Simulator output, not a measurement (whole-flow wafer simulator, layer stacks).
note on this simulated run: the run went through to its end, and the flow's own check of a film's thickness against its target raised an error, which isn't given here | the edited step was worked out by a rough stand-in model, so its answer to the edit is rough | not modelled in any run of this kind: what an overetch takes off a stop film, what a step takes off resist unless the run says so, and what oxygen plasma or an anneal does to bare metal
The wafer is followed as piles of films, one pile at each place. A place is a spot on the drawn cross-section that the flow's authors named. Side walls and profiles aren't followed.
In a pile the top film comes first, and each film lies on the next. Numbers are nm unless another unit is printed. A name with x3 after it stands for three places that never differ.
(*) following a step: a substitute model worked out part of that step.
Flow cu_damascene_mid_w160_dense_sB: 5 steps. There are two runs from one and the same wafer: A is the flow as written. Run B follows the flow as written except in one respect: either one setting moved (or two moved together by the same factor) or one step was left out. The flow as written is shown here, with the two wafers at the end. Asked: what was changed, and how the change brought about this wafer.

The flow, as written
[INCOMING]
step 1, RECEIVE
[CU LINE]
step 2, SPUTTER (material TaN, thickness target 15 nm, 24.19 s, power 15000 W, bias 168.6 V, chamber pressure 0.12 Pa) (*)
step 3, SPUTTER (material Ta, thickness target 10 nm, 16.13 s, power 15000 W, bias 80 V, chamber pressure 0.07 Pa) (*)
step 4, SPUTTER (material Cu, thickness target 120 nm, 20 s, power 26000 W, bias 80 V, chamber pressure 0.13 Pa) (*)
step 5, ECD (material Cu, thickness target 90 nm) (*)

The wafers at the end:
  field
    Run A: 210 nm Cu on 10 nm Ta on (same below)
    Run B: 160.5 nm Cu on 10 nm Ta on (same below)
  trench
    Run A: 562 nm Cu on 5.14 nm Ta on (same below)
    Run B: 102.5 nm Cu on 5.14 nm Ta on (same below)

The reason: step 5, ECD: thickness target 40.5 nm was run, while the flow as written has thickness target 90 nm.

The path from the change to this, step by step:
  step 5, ECD (material Cu, thickness target 90 nm) (*)
      field: A Cu gains 90 | B Cu gains 40.5
      trench: A Cu gains 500 | B Cu gains 40.5
